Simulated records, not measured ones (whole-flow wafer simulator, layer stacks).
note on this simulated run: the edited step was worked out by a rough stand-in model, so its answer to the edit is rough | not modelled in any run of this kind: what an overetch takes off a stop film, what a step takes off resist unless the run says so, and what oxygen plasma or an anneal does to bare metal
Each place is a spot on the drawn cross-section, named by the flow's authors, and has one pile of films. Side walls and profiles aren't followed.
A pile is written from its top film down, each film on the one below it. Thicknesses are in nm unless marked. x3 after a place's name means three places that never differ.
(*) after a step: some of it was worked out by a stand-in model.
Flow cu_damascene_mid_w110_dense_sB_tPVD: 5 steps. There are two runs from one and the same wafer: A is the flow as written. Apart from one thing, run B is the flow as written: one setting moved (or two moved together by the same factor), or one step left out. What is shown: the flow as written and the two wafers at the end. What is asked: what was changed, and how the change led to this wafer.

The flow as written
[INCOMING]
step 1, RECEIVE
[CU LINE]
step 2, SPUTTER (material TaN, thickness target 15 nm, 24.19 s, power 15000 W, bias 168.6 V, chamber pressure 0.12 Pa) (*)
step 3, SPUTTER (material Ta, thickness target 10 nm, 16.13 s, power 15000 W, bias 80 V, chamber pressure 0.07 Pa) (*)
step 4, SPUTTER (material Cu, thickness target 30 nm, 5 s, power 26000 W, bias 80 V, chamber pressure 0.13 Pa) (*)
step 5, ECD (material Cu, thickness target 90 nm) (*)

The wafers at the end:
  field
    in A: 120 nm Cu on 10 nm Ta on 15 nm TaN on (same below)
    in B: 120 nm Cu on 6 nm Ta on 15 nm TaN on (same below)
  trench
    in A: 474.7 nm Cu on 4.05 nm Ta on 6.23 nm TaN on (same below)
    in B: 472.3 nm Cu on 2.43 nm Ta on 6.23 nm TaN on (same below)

What caused this: step 3, SPUTTER: 9.68 s was run, while the flow as written has 16.13 s.

The path from the change to this, step by step:
  step 3, SPUTTER (material Ta, thickness target 10 nm, 16.13 s, power 15000 W, bias 80 V, chamber pressure 0.07 Pa) (*)
      field: A +10 Ta (new film) | B +6 Ta (new film)
      trench: A +4.05 Ta (new film) | B +2.43 Ta (new film)
